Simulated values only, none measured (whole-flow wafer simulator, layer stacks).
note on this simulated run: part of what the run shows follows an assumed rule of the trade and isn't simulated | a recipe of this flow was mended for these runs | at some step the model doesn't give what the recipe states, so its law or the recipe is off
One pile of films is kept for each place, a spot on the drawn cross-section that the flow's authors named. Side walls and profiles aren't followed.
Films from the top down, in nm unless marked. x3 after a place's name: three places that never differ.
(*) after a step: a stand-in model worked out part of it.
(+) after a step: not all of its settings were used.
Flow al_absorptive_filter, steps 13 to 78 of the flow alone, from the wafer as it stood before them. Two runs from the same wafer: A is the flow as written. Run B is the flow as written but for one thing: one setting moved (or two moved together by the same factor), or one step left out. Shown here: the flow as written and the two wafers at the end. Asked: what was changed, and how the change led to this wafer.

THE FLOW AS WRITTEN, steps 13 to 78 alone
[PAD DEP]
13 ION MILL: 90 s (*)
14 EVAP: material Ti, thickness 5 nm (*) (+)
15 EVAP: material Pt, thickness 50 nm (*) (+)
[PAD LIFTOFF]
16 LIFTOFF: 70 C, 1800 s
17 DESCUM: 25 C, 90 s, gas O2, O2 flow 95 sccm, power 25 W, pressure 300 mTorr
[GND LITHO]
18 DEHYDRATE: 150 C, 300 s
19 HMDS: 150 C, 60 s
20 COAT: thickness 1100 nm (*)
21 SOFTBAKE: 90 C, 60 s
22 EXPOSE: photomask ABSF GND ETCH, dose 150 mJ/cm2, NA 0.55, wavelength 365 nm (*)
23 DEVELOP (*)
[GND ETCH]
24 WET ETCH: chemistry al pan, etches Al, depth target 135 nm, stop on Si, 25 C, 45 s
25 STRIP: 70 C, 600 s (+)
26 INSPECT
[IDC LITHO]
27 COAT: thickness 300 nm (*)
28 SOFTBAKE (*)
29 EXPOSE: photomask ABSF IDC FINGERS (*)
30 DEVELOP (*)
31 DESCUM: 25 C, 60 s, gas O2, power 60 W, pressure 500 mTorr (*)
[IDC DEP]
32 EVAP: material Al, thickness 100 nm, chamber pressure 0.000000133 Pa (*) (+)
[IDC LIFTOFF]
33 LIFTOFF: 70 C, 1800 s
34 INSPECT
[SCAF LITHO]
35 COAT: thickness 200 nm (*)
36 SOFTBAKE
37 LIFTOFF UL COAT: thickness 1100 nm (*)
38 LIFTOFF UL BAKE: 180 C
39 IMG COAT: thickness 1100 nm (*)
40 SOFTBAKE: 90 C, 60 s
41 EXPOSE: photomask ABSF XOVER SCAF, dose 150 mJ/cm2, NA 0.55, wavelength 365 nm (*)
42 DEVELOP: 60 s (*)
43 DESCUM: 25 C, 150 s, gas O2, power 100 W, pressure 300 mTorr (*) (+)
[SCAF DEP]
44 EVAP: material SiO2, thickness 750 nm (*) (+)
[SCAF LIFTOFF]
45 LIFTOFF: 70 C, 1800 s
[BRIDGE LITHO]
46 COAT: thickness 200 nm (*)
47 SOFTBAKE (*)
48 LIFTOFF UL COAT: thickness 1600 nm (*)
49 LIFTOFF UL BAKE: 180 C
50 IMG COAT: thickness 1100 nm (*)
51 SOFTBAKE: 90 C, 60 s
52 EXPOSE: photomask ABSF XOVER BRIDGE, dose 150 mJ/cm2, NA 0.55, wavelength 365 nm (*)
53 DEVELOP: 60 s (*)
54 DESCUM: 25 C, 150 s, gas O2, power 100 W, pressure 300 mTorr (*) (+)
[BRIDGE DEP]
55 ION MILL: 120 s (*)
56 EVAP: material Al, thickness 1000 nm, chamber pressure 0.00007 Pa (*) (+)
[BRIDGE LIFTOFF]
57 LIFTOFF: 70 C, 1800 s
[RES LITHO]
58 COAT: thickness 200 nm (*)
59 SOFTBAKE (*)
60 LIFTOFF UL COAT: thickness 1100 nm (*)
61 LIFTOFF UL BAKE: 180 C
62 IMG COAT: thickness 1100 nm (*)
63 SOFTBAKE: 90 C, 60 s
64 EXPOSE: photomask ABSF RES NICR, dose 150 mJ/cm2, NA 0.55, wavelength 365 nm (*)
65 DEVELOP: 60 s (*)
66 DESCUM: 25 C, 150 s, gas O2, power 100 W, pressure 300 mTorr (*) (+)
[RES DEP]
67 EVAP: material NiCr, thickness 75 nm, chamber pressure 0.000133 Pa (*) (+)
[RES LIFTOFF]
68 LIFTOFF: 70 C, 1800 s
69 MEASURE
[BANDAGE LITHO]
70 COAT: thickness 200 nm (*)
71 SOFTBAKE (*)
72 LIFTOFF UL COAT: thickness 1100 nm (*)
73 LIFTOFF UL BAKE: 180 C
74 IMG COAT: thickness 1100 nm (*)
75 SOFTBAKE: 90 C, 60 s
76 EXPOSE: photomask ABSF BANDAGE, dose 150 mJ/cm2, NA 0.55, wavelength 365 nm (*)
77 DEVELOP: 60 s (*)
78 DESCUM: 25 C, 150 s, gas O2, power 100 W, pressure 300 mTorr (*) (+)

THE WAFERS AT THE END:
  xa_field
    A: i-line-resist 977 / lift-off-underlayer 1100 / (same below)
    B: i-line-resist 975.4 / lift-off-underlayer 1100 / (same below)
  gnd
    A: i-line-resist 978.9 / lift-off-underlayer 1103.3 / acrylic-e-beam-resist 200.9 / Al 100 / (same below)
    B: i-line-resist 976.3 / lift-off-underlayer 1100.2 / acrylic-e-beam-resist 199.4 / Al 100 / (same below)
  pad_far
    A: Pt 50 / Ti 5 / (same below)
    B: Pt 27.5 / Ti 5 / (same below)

The cause: step 15, EVAP: thickness 27.5 nm was run, where the flow has thickness 50 nm.
It can be read off the wafer: pad_far has Pt 27.5, and step 15 as written asks for 50 nm.

How the change led to this, step by step:
  15 EVAP: material Pt, thickness 50 nm (*) (+)
      gnd, pad_far, pad_near and 11 more: A Pt +50 (new film) | B Pt +27.5 (new film)
  16 LIFTOFF: 70 C, 1800 s
      gnd, ledge, res and 9 more: A Pt -50 (all of it), Ti -5 (all of it), i-line-resist -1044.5 (all of it), lift-off-underlayer -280 (all of it) | B Pt -27.5 (all of it), Ti -5 (all of it), i-line-resist -1044.5 (all of it), lift-off-underlayer -280 (all of it)
  27 COAT: thickness 300 nm (*)
      pad_near: A e-beam-resist +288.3 (new film) | B e-beam-resist +295.6 (new film)
      ledge: A e-beam-resist +274.4 (new film) | B e-beam-resist +266.9 (new film)
  33 LIFTOFF: 70 C, 1800 s
      pad_near: A Al -100 (all of it), e-beam-resist -279.3 (all of it) | B Al -100 (all of it), e-beam-resist -286.6 (all of it)
      ledge: A Al -100 (all of it), e-beam-resist -265.3 (all of it) | B Al -100 (all of it), e-beam-resist -257.8 (all of it)
  35 COAT: thickness 200 nm (*)
      pad_near: A acrylic-e-beam-resist +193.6 (new film) | B acrylic-e-beam-resist +198 (new film)
      ledge: A acrylic-e-beam-resist +169.8 (new film) | B acrylic-e-beam-resist +162.1 (new film)
  45 LIFTOFF: 70 C, 1800 s
      pad_near: A SiO2 -750 (all of it), i-line-resist -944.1 (all of it), lift-off-underlayer -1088 (all of it), acrylic-e-beam-resist -193.6 (all of it) | B SiO2 -750 (all of it), i-line-resist -948.1 (all of it), lift-off-underlayer -1095.1 (all of it), acrylic-e-beam-resist -198 (all of it)
      ledge: A SiO2 -750 (all of it), i-line-resist -952.1 (all of it), lift-off-underlayer -1114 (all of it), acrylic-e-beam-resist -169.8 (all of it) | B SiO2 -750 (all of it), i-line-resist -953.7 (all of it), lift-off-underlayer -1113.6 (all of it), acrylic-e-beam-resist -162.1 (all of it)
  46 COAT: thickness 200 nm (*)
      pad_near: A acrylic-e-beam-resist +193.6 (new film) | B acrylic-e-beam-resist +198 (new film)
      ledge: A acrylic-e-beam-resist +169.8 (new film) | B acrylic-e-beam-resist +162.1 (new film)
  57 LIFTOFF: 70 C, 1800 s
      pad_near: A Al -1000 (all of it), i-line-resist -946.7 (all of it), lift-off-underlayer -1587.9 (all of it), acrylic-e-beam-resist -193.6 (all of it) | B Al -1000 (all of it), i-line-resist -949.7 (all of it), lift-off-underlayer -1596 (all of it), acrylic-e-beam-resist -198 (all of it)
      ledge: A Al -1000 (all of it), i-line-resist -951.7 (all of it), lift-off-underlayer -1617.2 (all of it), acrylic-e-beam-resist -169.8 (all of it) | B Al -1000 (all of it), i-line-resist -953.1 (all of it), lift-off-underlayer -1617 (all of it), acrylic-e-beam-resist -162.1 (all of it)
  58 COAT: thickness 200 nm (*)
      pad_near: A acrylic-e-beam-resist +193.6 (new film) | B acrylic-e-beam-resist +198 (new film)
      ledge: A acrylic-e-beam-resist +169.8 (new film) | B acrylic-e-beam-resist +162.1 (new film)
  66 DESCUM: 25 C, 150 s, gas O2, power 100 W, pressure 300 mTorr (*) (+)
      pad_near: A acrylic-e-beam-resist -193.6 (all of it) | B acrylic-e-beam-resist -198 (all of it)
      ledge: A acrylic-e-beam-resist -169.8 (all of it) | B acrylic-e-beam-resist -162.1 (all of it)
  70 COAT: thickness 200 nm (*)
      pad_near: A acrylic-e-beam-resist +180.9 (new film) | B acrylic-e-beam-resist +185.3 (new film)
      ledge: A acrylic-e-beam-resist +167 (new film) | B acrylic-e-beam-resist +160.5 (new film)
  78 DESCUM: 25 C, 150 s, gas O2, power 100 W, pressure 300 mTorr (*) (+)
      pad_near: A acrylic-e-beam-resist -180.9 (all of it) | B acrylic-e-beam-resist -185.3 (all of it)
